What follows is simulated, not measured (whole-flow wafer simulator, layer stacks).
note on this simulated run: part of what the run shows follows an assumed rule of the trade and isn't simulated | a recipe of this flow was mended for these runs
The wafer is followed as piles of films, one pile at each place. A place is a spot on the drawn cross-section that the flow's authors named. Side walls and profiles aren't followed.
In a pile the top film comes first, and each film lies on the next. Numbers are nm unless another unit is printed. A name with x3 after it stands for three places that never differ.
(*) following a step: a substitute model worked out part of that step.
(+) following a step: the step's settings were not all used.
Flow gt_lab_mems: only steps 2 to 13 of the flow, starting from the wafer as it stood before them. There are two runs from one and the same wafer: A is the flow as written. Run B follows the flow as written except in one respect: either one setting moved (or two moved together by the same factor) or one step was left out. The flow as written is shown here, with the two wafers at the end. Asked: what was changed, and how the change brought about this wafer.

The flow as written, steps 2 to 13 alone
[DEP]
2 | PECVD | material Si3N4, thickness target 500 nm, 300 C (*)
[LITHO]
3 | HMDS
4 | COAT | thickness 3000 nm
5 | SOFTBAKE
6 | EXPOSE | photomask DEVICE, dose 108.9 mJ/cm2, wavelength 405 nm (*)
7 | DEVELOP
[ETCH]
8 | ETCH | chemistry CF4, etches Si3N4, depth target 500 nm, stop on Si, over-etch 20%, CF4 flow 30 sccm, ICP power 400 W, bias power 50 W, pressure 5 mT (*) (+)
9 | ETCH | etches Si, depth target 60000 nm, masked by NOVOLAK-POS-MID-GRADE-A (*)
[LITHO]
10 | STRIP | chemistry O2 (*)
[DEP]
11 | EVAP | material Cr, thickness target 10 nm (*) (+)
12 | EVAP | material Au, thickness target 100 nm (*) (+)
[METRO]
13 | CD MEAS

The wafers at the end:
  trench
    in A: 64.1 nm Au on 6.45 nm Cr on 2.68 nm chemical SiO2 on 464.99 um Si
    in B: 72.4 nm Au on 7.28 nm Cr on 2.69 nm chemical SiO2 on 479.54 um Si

Cause: step 8, ETCH: depth target 175 nm was run, while the flow as written has depth target 500 nm.

Step by step, how the change led to this:
  8 | ETCH | chemistry CF4, etches Si3N4, depth target 500 nm, stop on Si, over-etch 20%, CF4 flow 30 sccm, ICP power 400 W, bias power 50 W, pressure 5 mT (*) (+)
      trench: A Si3N4 loses 500 (all of it), chemical SiO2 loses 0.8 (all of it), Si loses 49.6 | B Si3N4 loses 210
      field: A g/i-line-resist loses 400 | B g/i-line-resist loses 140
  9 | ETCH | etches Si, depth target 60000 nm, masked by NOVOLAK-POS-MID-GRADE-A (*)
      trench: A Si loses 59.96 um | B Si3N4 loses 290 (all of it), chemical SiO2 loses 0.8 (all of it), Si loses 45.46 um
  10 | STRIP | chemistry O2 (*)
      field: A g/i-line-resist loses 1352 (all of it) | B g/i-line-resist loses 1612 (all of it)
  11 | EVAP | material Cr, thickness target 10 nm (*) (+)
      trench: A Cr gains 6.45 (new film) | B Cr gains 7.28 (new film)
  12 | EVAP | material Au, thickness target 100 nm (*) (+)
      trench: A Au gains 64.1 (new film) | B Au gains 72.4 (new film)
